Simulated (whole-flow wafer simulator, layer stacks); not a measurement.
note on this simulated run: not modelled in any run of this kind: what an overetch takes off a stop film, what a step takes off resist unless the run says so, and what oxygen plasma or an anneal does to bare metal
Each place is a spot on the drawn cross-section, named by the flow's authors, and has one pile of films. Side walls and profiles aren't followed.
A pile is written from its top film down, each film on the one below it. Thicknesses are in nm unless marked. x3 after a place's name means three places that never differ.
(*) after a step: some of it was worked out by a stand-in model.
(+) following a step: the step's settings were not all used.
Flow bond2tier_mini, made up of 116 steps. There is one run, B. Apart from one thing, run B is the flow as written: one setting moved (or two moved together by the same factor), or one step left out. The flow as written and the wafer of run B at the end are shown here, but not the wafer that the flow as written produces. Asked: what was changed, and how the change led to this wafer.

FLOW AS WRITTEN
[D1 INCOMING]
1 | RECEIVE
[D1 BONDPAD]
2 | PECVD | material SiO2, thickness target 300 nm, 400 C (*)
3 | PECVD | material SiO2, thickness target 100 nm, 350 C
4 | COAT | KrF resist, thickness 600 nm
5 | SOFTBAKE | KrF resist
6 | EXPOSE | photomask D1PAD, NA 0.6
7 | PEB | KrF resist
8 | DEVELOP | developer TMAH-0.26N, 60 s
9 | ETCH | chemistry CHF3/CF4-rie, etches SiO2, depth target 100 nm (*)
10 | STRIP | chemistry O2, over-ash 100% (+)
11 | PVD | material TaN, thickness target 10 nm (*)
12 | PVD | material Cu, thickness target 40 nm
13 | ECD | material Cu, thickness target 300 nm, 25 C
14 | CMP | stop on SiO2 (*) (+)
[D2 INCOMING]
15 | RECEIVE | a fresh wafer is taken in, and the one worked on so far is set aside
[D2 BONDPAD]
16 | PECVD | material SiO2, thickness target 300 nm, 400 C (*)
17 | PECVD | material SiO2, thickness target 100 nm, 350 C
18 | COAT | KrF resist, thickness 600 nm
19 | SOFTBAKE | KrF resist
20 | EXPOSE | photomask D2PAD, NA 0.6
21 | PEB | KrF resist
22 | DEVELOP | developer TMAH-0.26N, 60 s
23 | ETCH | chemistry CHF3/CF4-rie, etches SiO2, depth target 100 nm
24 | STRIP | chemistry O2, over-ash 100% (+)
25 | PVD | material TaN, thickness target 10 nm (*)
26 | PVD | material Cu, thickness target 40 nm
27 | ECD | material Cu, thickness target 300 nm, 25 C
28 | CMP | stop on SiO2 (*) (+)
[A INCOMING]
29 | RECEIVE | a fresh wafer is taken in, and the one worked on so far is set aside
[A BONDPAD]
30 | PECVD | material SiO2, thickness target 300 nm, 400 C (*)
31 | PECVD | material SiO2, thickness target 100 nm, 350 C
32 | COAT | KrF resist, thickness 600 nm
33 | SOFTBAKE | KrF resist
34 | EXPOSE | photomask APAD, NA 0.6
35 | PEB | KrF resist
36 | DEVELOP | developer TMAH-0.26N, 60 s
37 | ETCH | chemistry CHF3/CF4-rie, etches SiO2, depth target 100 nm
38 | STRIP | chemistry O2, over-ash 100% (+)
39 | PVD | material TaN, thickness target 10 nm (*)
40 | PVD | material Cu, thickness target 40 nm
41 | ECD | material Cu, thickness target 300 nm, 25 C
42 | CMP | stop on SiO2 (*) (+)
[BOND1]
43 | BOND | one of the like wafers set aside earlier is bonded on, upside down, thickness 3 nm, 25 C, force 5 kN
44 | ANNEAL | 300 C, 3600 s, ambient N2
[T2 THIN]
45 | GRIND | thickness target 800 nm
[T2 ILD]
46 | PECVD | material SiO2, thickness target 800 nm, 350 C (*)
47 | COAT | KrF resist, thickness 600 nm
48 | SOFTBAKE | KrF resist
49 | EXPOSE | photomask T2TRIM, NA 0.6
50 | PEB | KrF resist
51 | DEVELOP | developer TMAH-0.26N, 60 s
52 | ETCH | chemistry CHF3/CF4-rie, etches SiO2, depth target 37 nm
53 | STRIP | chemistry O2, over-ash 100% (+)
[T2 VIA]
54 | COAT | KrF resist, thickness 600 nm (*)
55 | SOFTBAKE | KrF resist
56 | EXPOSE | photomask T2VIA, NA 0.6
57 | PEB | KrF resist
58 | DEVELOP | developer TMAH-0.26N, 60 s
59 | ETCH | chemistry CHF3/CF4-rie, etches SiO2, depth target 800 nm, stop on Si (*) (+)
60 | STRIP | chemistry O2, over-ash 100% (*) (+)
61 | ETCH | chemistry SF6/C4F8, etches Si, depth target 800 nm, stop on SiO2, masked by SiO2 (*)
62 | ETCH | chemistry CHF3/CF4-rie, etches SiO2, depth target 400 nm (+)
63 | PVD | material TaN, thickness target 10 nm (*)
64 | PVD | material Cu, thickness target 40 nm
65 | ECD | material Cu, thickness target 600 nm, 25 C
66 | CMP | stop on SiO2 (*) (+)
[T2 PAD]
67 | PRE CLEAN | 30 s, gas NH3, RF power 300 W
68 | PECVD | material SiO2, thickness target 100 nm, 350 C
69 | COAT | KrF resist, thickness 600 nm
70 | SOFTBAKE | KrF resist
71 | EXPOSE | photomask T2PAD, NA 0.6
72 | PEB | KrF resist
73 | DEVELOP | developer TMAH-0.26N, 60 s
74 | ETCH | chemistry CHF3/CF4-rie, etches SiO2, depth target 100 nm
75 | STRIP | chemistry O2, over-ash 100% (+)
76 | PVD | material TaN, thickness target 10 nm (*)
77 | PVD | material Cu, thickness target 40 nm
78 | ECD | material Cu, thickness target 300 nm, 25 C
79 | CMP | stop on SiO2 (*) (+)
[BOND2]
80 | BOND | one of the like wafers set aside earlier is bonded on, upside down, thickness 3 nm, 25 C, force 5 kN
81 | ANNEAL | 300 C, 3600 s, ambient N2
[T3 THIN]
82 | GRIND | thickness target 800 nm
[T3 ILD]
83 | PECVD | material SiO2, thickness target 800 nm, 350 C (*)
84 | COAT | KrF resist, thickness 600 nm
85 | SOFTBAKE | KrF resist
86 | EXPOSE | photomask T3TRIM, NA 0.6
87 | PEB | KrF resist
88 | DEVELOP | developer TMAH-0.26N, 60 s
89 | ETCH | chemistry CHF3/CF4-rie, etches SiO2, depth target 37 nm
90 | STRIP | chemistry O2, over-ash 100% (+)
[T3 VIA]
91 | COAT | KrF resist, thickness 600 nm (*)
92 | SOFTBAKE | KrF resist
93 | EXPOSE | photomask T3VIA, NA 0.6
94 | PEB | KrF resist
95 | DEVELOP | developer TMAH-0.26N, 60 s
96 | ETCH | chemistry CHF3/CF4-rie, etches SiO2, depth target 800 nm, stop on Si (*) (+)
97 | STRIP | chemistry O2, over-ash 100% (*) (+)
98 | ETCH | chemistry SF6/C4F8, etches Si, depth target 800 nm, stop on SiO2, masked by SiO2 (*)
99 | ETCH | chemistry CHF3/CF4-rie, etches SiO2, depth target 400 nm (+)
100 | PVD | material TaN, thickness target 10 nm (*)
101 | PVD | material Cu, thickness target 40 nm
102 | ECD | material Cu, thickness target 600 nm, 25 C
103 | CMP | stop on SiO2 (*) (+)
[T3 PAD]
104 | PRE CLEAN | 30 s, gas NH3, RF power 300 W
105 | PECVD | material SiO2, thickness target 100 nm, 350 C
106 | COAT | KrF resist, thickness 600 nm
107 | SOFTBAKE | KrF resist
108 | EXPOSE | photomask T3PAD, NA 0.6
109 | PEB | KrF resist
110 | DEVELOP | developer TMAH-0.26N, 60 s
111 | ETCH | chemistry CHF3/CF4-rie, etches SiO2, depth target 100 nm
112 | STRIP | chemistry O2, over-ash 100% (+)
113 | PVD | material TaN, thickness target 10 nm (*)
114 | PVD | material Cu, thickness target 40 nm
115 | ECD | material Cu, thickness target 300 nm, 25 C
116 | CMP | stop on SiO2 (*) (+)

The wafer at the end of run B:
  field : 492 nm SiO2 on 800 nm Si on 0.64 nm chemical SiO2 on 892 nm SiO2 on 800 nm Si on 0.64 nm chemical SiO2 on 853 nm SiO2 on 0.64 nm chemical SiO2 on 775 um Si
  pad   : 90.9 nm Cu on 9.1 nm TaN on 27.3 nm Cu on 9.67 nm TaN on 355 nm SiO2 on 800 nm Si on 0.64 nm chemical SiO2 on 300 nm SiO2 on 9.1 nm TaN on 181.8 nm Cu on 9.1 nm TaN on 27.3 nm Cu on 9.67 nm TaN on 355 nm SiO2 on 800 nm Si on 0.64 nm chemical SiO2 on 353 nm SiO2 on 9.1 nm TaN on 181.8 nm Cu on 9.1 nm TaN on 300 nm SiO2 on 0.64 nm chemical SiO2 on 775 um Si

Cause: step 3, PECVD: thickness target 153 nm was run, while the flow as written has thickness target 100 nm.

The path from the change to this, step by step:
  3 | PECVD | material SiO2, thickness target 100 nm, 350 C
      field, pad, via: +153 SiO2 (as written it would have been: +100 SiO2)
  43 | BOND | one of the like wafers set aside earlier is bonded on, upside down, thickness 3 nm, 25 C, force 5 kN
      field: +775 um Si (new film), +0.64 chemical SiO2 (new film), +453 SiO2 (as written it would have been: +775 um Si (new film), +0.64 chemical SiO2 (new film), +400 SiO2)
      pad: +775 um Si (new film), +0.64 chemical SiO2 (new film), +353 SiO2 (new film), +9.1 TaN (new film), +90.9 Cu (as written it would have been: +775 um Si (new film), +0.64 chemical SiO2 (new film), +300 SiO2 (new film), +9.1 TaN (new film), +90.9 Cu)
      (and at 1 other place as well)
